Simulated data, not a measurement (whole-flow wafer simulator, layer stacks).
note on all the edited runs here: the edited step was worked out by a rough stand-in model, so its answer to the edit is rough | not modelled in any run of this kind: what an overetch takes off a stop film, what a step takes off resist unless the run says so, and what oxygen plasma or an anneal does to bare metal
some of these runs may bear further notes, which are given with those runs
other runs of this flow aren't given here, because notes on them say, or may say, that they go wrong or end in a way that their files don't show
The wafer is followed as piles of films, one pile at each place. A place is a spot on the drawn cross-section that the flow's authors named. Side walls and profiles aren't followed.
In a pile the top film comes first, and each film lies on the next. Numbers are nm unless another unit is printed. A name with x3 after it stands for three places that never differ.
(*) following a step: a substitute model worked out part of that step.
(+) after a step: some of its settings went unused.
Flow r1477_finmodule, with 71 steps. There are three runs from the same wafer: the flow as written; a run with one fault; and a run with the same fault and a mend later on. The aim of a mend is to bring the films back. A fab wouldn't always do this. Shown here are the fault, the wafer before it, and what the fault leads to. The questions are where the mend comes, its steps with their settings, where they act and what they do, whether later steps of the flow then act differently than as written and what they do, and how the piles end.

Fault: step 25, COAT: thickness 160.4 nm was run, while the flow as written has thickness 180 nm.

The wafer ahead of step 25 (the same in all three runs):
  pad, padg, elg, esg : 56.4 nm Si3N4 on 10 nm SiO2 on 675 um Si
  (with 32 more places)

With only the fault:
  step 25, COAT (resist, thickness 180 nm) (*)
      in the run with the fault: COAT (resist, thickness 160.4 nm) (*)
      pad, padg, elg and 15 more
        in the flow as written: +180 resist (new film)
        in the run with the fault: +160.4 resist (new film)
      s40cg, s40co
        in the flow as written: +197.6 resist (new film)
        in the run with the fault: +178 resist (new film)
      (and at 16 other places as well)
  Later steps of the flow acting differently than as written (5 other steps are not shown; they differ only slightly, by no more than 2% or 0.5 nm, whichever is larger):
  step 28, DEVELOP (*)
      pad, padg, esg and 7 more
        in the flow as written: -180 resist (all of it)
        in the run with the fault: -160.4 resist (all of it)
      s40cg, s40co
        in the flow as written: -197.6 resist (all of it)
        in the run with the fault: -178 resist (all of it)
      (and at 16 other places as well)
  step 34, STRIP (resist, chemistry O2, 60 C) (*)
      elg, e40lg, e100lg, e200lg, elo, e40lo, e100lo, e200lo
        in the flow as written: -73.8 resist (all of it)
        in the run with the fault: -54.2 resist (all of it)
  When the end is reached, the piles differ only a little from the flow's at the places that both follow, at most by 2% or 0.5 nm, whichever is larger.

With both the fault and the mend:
  The mend stands after step 29.
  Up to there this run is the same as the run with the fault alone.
  step 29a, STRIP (chemistry O2, 120 s) (*) (+) (the flow's step 17, run once more)
      elg, e40lg, e100lg, e200lg, elo, e40lo, e100lo, e200lo
        -160.4 resist (all of it)
  step 29b, DEHYDRATE (150 C, 120 s) (the flow's step 24, run once more)
      alters no film at any place that is followed
  step 29c, COAT (resist, thickness 180 nm) (*) (the flow's step 25, run once more)
      pad, padg, elg and 15 more
        +180 resist (new film)
      s40cg, s40co
        +197.6 resist (new film)
      s40sg, s40so
        +201.2 resist (new film)
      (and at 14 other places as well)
  step 29d, SOFTBAKE (180 C, 180 s) (the flow's step 26, run once more)
      alters no film at any place that is followed
  step 29e, EXPOSE (resist, photomask FIN E) (the flow's step 27, run once more)
      alters no film at any place that is followed
  step 29f, DEVELOP (*) (the flow's step 28, run once more)
      pad, padg, esg and 7 more
        -180 resist (all of it)
      s40cg, s40co
        -197.6 resist (all of it)
      s40sg, s40so
        -201.2 resist (all of it)
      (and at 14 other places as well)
  None of the later steps of the flow acts differently than as written at any place that is followed.
  At every place that both follow, the piles at the end match the flow's.
